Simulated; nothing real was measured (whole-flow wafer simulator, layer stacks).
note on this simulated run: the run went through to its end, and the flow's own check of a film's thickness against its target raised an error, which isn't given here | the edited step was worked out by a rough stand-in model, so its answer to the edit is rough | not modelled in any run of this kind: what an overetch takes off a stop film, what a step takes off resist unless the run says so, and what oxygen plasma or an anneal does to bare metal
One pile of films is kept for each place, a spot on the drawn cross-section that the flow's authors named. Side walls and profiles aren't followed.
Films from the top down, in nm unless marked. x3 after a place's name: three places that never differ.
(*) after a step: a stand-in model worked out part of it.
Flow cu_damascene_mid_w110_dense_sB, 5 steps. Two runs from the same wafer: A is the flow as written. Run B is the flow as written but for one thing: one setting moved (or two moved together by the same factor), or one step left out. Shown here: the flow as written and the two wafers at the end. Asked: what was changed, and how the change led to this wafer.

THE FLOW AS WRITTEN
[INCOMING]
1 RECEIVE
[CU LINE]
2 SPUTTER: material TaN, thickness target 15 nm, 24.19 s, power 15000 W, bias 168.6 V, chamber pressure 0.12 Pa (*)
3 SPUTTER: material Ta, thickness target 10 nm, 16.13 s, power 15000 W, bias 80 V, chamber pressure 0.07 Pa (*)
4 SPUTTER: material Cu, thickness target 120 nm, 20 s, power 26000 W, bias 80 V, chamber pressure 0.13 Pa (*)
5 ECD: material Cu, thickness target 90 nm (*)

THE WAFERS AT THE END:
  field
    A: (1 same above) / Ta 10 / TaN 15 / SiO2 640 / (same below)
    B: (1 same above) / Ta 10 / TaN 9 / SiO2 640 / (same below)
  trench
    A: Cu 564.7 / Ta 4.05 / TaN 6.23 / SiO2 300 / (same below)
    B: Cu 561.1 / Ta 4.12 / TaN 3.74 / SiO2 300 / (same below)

The cause: step 2, SPUTTER: thickness target 9 nm was run, where the flow has thickness target 15 nm; step 2, SPUTTER: 14.51 s was run, where the flow has 24.19 s.
It can be read off the wafer: field has TaN 9, and step 2 as written asks for 15 nm.

How the change led to this, step by step:
  2 SPUTTER: material TaN, thickness target 15 nm, 24.19 s, power 15000 W, bias 168.6 V, chamber pressure 0.12 Pa (*)
      field: A TaN +15 (new film) | B TaN +9 (new film)
      trench: A TaN +6.23 (new film) | B TaN +3.74 (new film)
